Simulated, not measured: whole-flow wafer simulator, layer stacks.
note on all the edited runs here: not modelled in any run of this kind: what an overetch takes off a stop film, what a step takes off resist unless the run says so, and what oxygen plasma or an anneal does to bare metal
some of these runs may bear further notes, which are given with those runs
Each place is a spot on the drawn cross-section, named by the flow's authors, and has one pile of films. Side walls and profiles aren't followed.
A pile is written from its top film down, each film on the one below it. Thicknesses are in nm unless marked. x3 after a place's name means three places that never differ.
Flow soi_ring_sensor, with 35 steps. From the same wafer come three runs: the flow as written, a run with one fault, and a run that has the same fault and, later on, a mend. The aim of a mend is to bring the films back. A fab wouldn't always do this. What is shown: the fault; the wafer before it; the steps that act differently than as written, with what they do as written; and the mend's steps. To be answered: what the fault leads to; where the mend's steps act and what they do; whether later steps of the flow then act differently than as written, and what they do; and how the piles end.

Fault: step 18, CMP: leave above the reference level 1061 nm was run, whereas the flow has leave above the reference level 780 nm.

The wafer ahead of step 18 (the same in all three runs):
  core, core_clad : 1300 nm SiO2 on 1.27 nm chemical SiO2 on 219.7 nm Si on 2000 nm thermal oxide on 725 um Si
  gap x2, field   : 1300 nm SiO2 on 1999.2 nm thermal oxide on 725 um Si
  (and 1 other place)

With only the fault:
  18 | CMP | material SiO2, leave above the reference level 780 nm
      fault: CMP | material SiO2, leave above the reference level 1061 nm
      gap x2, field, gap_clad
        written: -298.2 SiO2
        fault: -17.2 SiO2
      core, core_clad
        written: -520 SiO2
        fault: -239 SiO2
  Later steps of the flow acting differently than as written:
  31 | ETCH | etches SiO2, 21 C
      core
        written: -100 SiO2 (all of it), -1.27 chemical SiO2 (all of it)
        fault: -381 SiO2 (all of it), -1.27 chemical SiO2 (all of it)
  At field, core_clad, the piles at the end differ from the flow's by more than 2% or 0.5 nm, whichever is larger.
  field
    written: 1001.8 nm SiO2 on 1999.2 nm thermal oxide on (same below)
    fault: 1282.8 nm SiO2 on 1999.2 nm thermal oxide on (same below)
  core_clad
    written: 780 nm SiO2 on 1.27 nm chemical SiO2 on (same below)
    fault: 1061 nm SiO2 on 1.27 nm chemical SiO2 on (same below)

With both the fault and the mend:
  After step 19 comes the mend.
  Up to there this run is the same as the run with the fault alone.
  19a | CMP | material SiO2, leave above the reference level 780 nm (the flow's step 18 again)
      core, gap x2, field, core_clad, gap_clad
        -281 SiO2
  Later steps of the flow that are run all act as written at every place that is followed.
  At every place that both follow, the piles at the end match the flow's.
